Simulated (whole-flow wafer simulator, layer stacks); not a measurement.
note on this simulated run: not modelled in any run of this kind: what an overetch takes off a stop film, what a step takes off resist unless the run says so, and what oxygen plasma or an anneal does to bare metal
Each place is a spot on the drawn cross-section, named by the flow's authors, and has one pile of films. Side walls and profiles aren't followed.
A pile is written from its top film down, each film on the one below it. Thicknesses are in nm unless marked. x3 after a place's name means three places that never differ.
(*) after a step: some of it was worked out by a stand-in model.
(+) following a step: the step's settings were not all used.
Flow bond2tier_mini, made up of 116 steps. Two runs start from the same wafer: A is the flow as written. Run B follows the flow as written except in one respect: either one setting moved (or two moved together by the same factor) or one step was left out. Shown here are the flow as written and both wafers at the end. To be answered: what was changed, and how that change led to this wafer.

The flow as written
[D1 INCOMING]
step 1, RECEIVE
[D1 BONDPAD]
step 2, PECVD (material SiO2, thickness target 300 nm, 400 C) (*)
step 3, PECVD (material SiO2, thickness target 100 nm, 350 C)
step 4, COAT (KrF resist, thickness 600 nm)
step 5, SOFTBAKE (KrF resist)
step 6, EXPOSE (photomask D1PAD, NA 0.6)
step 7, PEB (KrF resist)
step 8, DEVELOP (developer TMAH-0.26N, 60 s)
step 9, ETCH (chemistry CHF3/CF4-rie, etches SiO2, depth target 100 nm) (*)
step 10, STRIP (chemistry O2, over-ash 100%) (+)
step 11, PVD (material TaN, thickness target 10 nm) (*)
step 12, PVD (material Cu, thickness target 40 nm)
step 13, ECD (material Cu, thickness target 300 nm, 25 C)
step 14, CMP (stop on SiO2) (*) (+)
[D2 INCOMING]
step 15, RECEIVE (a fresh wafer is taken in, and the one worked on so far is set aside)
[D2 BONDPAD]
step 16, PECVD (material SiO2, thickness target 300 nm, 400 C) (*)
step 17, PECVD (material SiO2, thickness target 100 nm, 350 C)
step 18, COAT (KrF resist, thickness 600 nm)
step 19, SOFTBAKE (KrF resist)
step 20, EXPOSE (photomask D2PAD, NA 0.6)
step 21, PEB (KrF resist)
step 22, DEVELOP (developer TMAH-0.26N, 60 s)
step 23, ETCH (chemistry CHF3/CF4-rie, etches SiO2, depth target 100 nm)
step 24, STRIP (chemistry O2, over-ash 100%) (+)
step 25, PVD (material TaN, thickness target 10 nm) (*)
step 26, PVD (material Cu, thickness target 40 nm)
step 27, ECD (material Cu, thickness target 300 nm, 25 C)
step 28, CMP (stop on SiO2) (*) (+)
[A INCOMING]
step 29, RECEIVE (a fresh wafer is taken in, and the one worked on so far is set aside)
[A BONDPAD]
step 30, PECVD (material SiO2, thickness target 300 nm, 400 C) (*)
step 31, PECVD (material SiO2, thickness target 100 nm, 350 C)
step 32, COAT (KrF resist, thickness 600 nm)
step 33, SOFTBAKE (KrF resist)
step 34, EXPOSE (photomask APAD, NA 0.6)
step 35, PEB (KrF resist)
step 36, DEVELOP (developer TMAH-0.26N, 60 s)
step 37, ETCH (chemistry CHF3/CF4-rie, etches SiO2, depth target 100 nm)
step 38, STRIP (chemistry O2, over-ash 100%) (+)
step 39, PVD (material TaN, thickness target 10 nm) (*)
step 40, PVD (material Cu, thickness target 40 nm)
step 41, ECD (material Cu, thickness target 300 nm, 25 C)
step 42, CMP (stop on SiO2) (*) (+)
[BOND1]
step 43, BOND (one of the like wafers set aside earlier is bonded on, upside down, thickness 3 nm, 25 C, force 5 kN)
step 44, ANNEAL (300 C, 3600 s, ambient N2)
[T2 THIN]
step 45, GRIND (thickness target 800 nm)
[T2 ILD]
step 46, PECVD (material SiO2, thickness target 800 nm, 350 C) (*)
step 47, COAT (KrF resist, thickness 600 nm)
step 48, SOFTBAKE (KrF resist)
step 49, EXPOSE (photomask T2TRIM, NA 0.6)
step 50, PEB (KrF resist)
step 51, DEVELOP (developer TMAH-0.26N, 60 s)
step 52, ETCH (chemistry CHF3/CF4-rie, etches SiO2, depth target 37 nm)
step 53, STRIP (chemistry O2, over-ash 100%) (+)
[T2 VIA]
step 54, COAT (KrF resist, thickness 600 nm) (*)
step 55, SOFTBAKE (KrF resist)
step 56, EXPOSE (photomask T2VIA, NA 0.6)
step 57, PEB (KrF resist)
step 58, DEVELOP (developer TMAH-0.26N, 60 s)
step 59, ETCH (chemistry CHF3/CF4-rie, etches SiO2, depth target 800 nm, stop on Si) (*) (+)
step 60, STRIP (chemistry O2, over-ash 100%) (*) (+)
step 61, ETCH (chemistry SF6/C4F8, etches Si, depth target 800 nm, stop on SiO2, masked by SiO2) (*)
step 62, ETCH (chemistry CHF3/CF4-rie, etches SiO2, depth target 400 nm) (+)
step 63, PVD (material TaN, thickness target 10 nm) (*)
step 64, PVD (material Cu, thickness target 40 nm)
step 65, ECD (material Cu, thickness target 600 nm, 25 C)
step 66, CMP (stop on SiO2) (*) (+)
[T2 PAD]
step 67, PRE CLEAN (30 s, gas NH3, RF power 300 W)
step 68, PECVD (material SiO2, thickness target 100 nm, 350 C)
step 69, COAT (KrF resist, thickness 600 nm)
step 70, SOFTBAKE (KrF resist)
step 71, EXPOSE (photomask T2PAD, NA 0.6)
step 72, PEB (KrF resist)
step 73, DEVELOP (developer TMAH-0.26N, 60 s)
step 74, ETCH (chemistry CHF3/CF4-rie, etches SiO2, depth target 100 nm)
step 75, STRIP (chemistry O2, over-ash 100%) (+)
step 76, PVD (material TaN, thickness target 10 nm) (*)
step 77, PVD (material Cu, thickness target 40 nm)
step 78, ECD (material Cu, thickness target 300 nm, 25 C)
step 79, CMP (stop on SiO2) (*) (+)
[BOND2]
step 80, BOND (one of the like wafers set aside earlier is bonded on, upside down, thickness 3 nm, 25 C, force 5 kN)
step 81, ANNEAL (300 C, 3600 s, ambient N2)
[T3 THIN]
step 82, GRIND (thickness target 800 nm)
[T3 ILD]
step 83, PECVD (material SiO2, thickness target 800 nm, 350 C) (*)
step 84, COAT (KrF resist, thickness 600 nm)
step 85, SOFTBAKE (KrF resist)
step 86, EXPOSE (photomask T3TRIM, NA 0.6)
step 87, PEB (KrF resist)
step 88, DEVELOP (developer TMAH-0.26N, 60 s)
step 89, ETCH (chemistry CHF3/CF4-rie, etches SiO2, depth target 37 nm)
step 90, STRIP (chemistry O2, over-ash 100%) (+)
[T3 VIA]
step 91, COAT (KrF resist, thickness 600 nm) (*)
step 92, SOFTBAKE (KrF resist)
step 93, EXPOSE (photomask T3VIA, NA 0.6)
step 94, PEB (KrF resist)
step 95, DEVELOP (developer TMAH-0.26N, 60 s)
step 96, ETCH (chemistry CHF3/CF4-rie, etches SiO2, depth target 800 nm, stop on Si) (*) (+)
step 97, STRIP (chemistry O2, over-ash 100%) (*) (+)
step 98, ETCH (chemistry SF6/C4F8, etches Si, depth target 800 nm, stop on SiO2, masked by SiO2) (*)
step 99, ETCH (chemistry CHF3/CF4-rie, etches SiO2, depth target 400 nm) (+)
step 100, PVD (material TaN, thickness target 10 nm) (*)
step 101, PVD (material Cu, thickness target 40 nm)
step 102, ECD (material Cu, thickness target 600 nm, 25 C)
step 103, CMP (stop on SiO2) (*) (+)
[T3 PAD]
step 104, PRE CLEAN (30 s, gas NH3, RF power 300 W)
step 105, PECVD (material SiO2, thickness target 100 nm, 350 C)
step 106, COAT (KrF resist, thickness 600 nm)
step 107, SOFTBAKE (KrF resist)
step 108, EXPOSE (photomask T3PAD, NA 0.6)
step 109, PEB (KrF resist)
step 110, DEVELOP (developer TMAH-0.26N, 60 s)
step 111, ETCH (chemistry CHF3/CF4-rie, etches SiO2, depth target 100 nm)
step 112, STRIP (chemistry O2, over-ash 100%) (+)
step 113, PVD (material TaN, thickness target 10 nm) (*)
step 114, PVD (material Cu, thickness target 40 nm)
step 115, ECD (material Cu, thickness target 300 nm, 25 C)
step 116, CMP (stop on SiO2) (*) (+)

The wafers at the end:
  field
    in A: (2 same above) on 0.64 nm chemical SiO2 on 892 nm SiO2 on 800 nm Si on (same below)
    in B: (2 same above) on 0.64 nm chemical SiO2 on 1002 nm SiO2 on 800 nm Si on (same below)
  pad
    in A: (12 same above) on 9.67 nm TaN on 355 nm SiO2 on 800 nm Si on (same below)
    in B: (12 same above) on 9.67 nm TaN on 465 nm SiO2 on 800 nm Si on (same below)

Cause: step 62, ETCH: depth target 290 nm was run, while the flow as written has depth target 400 nm.

How this came from the change, step by step:
  step 62, ETCH (chemistry CHF3/CF4-rie, etches SiO2, depth target 400 nm) (+)
      field, pad: A -400 SiO2 | B -290 SiO2
